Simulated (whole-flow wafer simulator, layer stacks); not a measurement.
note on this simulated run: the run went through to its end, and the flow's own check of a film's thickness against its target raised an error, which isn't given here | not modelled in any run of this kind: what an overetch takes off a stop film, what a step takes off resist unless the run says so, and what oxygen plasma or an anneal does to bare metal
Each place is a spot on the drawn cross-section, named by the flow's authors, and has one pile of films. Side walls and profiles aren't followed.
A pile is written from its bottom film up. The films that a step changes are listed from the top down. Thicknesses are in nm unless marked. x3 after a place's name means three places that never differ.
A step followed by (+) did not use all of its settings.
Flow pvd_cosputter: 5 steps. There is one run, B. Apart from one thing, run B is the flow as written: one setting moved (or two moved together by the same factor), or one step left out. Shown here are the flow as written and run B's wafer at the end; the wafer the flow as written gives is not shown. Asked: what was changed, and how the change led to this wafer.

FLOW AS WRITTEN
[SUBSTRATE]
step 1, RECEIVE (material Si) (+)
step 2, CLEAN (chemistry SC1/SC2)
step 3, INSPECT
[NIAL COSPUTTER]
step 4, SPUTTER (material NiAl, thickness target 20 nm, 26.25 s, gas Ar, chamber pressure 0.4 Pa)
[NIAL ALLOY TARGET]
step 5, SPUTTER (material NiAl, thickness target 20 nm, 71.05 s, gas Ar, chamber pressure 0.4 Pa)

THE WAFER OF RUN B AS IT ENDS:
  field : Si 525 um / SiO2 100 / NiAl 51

What caused this: step 5, SPUTTER: thickness target 31 nm was run, while the flow as written has thickness target 20 nm.

How this came from the change, step by step:
  step 5, SPUTTER (material NiAl, thickness target 20 nm, 71.05 s, gas Ar, chamber pressure 0.4 Pa)
      field: +31 NiAl (as written it would have been: +20 NiAl)
